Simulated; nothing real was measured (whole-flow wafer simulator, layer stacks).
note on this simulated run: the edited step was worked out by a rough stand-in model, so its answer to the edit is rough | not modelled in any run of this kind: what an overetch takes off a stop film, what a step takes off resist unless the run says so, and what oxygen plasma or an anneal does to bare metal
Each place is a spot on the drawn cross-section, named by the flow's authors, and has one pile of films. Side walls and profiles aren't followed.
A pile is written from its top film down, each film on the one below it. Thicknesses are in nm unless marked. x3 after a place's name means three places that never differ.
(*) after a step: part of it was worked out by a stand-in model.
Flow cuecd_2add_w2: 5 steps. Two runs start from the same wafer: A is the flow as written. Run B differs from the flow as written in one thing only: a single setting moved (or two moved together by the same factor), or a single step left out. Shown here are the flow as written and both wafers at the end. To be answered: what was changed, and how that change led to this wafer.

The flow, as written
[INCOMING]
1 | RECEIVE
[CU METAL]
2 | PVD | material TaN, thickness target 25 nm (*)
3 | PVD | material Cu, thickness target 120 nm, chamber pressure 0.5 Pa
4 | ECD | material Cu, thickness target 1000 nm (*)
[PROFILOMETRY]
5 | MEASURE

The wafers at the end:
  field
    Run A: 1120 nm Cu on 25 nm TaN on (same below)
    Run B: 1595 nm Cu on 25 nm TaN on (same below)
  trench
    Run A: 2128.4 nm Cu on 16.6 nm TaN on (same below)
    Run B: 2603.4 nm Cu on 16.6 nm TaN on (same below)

The reason: step 4, ECD: thickness target 1475 nm was run, whereas the flow has thickness target 1000 nm.

The path from the change to this, step by step:
  4 | ECD | material Cu, thickness target 1000 nm (*)
      field: A Cu gains 1000 | B Cu gains 1475
      trench: A Cu gains 2047.6 | B Cu gains 2522.6
